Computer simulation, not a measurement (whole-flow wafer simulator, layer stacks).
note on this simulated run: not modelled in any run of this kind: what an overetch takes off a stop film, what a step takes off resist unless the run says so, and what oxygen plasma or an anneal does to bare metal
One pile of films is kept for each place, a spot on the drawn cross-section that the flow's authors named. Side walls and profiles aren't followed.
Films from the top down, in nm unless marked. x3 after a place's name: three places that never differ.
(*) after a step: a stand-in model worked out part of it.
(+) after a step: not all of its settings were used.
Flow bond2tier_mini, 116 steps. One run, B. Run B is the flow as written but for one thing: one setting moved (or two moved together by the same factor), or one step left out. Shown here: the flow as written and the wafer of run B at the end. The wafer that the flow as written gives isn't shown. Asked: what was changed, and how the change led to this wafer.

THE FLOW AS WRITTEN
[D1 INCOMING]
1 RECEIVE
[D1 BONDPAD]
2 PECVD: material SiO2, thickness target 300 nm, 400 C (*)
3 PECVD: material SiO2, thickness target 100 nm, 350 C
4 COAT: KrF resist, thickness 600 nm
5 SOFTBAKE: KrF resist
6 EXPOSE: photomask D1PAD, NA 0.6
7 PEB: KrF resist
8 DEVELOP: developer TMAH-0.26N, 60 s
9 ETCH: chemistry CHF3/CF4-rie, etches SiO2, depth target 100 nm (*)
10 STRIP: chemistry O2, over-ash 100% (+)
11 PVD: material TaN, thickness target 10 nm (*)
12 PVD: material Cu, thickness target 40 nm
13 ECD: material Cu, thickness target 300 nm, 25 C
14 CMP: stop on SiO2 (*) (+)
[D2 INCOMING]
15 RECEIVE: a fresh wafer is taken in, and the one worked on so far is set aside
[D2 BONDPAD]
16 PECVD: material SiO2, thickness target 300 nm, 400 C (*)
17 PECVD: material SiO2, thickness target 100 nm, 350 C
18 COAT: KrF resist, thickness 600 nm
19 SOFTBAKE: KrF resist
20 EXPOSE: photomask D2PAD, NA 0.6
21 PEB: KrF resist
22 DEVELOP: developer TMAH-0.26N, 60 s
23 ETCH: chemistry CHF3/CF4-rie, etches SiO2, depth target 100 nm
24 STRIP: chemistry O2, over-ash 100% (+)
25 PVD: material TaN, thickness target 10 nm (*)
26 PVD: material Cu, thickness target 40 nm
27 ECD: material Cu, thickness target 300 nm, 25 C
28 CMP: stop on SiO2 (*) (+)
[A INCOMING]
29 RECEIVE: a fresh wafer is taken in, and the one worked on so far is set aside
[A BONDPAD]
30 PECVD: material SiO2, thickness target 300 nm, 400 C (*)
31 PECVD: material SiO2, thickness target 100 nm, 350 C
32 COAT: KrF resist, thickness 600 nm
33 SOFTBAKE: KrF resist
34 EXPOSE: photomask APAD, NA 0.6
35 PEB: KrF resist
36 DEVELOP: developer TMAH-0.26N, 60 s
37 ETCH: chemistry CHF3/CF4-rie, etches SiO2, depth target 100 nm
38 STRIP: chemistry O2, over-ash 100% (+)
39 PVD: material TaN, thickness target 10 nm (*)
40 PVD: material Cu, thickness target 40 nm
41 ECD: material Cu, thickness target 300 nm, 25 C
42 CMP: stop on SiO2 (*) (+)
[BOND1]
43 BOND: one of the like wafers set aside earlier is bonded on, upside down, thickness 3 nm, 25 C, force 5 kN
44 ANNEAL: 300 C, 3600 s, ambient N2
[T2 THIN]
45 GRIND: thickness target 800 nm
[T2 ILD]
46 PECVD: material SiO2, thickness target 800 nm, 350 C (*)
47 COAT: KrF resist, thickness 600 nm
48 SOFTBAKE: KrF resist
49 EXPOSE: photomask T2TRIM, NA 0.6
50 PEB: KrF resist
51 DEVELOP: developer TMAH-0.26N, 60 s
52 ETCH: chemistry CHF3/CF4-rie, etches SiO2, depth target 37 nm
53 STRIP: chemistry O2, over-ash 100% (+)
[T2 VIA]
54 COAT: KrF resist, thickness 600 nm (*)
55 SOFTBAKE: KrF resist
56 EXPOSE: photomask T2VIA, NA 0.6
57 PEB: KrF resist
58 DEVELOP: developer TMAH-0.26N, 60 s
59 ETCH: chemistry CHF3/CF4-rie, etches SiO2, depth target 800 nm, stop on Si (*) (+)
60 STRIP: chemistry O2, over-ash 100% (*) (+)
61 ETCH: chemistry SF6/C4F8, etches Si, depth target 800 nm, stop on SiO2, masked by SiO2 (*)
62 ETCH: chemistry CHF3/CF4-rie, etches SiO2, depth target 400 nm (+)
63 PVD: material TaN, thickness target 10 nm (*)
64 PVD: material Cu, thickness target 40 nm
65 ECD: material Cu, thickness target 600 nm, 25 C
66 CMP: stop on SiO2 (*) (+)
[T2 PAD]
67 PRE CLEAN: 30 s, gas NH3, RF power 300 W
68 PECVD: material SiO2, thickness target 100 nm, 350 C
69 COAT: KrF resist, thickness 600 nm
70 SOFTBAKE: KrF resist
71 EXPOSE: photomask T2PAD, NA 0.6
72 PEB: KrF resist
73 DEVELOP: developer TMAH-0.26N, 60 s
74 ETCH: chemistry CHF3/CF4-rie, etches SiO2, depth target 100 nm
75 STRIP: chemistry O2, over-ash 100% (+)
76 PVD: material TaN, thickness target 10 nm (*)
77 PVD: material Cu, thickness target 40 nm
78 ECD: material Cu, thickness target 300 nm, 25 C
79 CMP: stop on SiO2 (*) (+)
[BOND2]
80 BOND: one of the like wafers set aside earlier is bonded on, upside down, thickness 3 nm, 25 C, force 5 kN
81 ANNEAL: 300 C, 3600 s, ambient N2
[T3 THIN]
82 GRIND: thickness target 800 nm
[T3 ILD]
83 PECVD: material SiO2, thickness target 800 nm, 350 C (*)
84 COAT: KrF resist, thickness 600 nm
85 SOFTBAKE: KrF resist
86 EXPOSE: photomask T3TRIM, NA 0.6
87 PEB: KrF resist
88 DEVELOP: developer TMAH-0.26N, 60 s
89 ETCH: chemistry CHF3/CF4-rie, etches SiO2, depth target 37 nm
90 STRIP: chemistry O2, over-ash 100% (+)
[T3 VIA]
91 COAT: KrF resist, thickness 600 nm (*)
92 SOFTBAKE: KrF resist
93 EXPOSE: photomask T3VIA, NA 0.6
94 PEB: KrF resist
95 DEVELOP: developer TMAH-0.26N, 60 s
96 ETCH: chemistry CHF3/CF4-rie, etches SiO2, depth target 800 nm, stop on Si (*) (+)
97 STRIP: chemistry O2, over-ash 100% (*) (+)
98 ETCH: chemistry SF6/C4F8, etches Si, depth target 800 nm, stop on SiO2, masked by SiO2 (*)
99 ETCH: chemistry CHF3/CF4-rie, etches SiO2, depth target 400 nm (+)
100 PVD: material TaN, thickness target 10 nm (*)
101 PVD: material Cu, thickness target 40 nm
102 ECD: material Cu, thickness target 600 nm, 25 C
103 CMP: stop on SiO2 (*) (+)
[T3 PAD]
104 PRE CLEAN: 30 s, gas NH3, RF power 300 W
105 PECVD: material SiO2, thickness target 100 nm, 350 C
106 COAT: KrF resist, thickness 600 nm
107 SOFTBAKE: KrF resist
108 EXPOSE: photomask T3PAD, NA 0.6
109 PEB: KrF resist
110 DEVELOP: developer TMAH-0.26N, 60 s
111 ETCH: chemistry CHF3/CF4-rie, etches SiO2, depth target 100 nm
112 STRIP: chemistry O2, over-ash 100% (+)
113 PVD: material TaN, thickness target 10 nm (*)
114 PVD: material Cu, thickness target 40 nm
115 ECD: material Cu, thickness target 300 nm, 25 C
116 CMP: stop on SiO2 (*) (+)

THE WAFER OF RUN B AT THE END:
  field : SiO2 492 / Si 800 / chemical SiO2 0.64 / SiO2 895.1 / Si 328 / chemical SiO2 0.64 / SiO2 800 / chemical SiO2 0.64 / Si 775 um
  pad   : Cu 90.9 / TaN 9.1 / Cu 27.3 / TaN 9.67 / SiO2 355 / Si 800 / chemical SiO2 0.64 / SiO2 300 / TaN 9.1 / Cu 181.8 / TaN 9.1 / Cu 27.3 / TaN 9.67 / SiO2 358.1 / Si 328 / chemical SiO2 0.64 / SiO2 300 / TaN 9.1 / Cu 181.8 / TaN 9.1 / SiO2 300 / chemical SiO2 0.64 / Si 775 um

The cause: step 45, GRIND: thickness target 328 nm was run, where the flow has thickness target 800 nm.
It can be read off the wafer: field has Si 328, and step 45 as written asks for 800 nm.

How the change led to this, step by step:
  45 GRIND: thickness target 800 nm
      field, pad, via: Si -774.67 um (as written it would be: Si -774.2 um)
  61 ETCH: chemistry SF6/C4F8, etches Si, depth target 800 nm, stop on SiO2, masked by SiO2 (*)
      field, pad: SiO2 -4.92 (as written it would be: SiO2 -8)
